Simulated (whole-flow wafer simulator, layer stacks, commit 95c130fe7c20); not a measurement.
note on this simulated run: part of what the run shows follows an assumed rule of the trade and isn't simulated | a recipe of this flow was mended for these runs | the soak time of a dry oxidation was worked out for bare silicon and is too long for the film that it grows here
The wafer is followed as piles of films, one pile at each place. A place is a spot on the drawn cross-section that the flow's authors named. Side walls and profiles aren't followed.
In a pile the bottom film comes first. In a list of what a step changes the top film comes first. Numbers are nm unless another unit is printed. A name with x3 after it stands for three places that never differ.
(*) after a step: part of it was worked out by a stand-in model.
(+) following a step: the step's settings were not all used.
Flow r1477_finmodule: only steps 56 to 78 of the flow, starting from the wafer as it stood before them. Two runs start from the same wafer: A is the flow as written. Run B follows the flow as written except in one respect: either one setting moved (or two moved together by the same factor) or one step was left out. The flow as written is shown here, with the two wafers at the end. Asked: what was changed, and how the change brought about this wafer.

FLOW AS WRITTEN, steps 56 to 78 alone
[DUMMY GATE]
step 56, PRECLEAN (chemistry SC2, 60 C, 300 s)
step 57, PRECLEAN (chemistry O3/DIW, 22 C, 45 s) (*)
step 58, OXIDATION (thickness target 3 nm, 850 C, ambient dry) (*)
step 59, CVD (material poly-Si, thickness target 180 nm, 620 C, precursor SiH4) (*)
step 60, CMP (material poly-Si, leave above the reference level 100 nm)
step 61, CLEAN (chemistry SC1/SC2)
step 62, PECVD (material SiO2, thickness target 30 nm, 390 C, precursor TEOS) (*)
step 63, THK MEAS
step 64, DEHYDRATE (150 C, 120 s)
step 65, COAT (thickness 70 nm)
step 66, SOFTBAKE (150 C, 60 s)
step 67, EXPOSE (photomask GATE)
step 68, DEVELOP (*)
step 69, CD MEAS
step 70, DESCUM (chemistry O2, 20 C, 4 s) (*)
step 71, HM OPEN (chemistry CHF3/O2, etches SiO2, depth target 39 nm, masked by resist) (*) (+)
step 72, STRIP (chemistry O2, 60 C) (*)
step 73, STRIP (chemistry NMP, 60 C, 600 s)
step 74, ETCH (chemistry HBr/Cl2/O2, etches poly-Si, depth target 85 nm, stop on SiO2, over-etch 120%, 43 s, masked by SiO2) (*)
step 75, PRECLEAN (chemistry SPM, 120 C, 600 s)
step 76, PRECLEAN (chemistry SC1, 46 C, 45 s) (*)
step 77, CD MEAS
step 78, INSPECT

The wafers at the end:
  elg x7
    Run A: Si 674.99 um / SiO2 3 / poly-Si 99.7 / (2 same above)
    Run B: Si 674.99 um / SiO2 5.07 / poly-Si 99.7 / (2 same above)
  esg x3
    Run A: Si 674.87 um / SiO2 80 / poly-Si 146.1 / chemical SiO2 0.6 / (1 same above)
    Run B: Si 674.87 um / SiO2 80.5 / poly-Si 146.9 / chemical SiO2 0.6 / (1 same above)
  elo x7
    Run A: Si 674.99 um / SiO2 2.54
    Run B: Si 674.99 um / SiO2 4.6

The reason: step 58, OXIDATION: 892.5 C was run, whereas the flow has 850 C.

The path from the change to this, step by step:
  step 58, OXIDATION (thickness target 3 nm, 850 C, ambient dry) (*)
      esg x3, e200sg, s40cg x3, s40sg x3, eso x3, e200so, s40co x3, s40so x3: A SiO2 gains 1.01, chemical SiO2 loses 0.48 (all of it), Si loses 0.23 | B SiO2 gains 1.58, chemical SiO2 loses 0.48 (all of it), Si loses 0.48
      elg x7, elo x7: A SiO2 gains 3 (new film), chemical SiO2 loses 0.85 (all of it), Si loses 0.95 | B SiO2 gains 5.07 (new film), chemical SiO2 loses 0.85 (all of it), Si loses 1.86
      (as well as at 2 more places)
  step 60, CMP (material poly-Si, leave above the reference level 100 nm)
      pad, padg: A poly-Si loses 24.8 | B poly-Si loses 23.9
